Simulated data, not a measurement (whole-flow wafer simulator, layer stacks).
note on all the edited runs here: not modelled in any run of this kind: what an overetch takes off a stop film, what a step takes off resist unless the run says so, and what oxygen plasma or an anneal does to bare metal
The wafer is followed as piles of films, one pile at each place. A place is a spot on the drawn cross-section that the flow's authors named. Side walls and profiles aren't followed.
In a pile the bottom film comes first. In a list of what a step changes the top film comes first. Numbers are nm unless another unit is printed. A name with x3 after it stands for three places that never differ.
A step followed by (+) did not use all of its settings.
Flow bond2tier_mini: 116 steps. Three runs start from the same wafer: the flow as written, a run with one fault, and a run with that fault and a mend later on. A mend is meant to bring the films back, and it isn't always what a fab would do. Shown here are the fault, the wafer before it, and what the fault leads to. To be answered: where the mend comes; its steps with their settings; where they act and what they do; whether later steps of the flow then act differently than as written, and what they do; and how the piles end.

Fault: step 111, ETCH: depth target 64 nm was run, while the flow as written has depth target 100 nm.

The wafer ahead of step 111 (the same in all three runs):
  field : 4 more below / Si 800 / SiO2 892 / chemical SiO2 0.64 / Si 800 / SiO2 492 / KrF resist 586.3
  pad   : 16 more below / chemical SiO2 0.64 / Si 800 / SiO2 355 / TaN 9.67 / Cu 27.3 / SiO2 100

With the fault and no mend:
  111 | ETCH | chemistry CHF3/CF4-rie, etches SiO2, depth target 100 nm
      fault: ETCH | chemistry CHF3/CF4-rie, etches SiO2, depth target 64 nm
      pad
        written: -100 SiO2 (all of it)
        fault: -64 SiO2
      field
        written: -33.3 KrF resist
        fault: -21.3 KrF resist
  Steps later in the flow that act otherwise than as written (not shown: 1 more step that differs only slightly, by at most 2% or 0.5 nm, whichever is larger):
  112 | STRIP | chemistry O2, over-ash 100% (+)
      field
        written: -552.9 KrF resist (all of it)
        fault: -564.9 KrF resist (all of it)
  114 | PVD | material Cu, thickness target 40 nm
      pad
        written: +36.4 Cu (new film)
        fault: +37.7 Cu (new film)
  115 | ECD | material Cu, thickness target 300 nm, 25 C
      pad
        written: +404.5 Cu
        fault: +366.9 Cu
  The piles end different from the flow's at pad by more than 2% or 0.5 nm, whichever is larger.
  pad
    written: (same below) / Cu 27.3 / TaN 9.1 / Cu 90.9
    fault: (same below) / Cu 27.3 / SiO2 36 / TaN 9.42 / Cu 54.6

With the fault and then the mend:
  After step 111 comes the mend.
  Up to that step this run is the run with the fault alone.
  111a | ETCH | chemistry CHF3/CF4-rie, etches SiO2, depth target 36 nm (a further turn of the flow's step 111, with different settings)
      field
        -12 KrF resist
      pad
        -36 SiO2 (all of it)
  Later steps of the flow that are run all act as written at every place that is followed.
  At every place that both follow, the piles at the end match the flow's.
